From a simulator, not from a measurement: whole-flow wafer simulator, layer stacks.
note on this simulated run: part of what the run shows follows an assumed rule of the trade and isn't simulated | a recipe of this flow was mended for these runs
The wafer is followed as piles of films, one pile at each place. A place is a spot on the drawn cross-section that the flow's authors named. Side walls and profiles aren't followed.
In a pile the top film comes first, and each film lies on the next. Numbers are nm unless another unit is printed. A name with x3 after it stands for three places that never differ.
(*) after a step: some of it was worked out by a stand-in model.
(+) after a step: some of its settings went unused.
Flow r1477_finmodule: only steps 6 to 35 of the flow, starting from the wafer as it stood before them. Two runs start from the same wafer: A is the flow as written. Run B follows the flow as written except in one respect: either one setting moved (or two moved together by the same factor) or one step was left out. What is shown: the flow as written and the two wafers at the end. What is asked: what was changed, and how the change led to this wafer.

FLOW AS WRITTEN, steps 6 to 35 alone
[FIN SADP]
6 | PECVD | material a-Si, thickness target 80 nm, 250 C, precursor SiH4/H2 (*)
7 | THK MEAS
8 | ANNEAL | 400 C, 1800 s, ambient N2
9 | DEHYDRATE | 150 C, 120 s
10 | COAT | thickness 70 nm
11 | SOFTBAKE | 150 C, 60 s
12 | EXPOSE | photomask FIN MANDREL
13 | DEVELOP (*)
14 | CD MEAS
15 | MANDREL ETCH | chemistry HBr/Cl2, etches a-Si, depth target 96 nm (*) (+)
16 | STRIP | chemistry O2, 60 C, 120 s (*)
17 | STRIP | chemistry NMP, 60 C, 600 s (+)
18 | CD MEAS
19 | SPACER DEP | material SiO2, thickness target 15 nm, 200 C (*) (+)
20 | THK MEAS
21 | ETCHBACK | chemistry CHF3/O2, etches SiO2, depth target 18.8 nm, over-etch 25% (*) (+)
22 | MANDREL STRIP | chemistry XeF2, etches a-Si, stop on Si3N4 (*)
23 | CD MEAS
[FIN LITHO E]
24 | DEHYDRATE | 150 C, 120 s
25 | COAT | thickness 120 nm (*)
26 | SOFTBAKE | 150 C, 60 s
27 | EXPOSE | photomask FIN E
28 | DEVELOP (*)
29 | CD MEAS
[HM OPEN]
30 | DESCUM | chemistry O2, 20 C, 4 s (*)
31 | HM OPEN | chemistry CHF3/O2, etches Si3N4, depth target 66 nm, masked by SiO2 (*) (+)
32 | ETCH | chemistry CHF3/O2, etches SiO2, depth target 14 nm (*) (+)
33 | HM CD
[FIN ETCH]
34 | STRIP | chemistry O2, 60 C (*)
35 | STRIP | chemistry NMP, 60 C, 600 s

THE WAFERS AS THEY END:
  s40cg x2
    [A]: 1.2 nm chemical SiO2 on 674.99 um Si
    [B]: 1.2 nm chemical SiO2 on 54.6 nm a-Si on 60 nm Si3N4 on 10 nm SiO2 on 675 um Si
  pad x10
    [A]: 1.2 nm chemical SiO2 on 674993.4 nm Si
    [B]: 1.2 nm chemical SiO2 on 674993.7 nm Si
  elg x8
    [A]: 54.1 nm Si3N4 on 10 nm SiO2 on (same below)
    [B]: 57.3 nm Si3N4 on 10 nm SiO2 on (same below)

What caused this: step 21, ETCHBACK: depth target 15.5 nm was run, whereas the flow has depth target 18.8 nm.

How this came from the change, step by step:
  21 | ETCHBACK | chemistry CHF3/O2, etches SiO2, depth target 18.8 nm, over-etch 25% (*) (+)
      s40cg x2, s45cg x2, s50cg x2: A SiO2 loses 15 (all of it), chemical SiO2 loses 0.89 (all of it), a-Si loses 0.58 | B SiO2 loses 15 (all of it), chemical SiO2 loses 0.44
      pad x10, elg x8, s40sg x2, s45sg x2, s50sg x2: A SiO2 loses 15 (all of it), Si3N4 loses 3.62 | B SiO2 loses 15 (all of it), Si3N4 loses 0.44
  22 | MANDREL STRIP | chemistry XeF2, etches a-Si, stop on Si3N4 (*)
      s40cg x2, s45cg x2, s50cg x2: A a-Si loses 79 (all of it) | B nothing
  25 | COAT | thickness 120 nm (*)
      s40cg x2: A e-beam-resist gains 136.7 (new film) | B e-beam-resist gains 85.6 (new film)
      s40sg x2: A e-beam-resist gains 142.6 (new film) | B e-beam-resist gains 168.2 (new film)
      (and at 14 other places as well)
  28 | DEVELOP (*)
      s40cg x2: A e-beam-resist loses 136.7 (all of it) | B e-beam-resist loses 85.6 (all of it)
      s40sg x2: A e-beam-resist loses 142.6 (all of it) | B e-beam-resist loses 168.2 (all of it)
      (and at 14 other places as well)
  31 | HM OPEN | chemistry CHF3/O2, etches Si3N4, depth target 66 nm, masked by SiO2 (*) (+)
      s40cg x2, s45cg x2, s50cg x2: A Si3N4 loses 60 (all of it), SiO2 loses 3 | B chemical SiO2 loses 0.45 (all of it), a-Si loses 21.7
      pad x10, s40sg x2, s45sg x2, s50sg x2: A Si3N4 loses 54.1 (all of it), SiO2 loses 5.95 | B Si3N4 loses 57.3 (all of it), SiO2 loses 4.36
  32 | ETCH | chemistry CHF3/O2, etches SiO2, depth target 14 nm (*) (+)
      s40cg x2, s45cg x2, s50cg x2: A SiO2 loses 7 (all of it), Si loses 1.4 | B a-Si loses 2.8
      pad x10, s40sg x2, s45sg x2, s50sg x2: A SiO2 loses 4.05 (all of it), Si loses 1.99 | B SiO2 loses 5.64 (all of it), Si loses 1.67
  34 | STRIP | chemistry O2, 60 C (*)
      s40cg x2, s45cg x2, s50cg x2: A chemical SiO2 gains 1.2 (new film), Si loses 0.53 | B chemical SiO2 gains 1.2 (new film), a-Si loses 0.53
